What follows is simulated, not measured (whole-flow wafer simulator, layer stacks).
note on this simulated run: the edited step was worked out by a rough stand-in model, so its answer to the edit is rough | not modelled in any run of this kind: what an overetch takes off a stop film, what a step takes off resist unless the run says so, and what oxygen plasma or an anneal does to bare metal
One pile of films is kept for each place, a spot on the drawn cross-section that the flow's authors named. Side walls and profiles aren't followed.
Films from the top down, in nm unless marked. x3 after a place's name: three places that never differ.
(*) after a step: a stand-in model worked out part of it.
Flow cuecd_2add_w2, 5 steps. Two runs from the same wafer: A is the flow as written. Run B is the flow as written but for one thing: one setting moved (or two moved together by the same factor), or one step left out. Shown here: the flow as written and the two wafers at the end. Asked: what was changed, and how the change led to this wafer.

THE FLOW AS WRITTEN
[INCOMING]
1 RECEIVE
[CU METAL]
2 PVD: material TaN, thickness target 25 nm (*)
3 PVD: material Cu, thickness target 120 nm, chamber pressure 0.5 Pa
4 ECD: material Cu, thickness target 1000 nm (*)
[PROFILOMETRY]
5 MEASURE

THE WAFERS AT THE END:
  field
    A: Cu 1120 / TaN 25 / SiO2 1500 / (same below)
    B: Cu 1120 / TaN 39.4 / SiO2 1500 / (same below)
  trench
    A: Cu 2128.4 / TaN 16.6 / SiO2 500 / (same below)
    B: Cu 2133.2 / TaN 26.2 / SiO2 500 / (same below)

The cause: step 2, PVD: thickness target 39.4 nm was run, where the flow has thickness target 25 nm.
It can be read off the wafer: field has TaN 39.4, and step 2 as written asks for 25 nm.

How the change led to this, step by step:
  2 PVD: material TaN, thickness target 25 nm (*)
      field: A TaN +25 (new film) | B TaN +39.4 (new film)
      trench: A TaN +16.6 (new film) | B TaN +26.2 (new film)
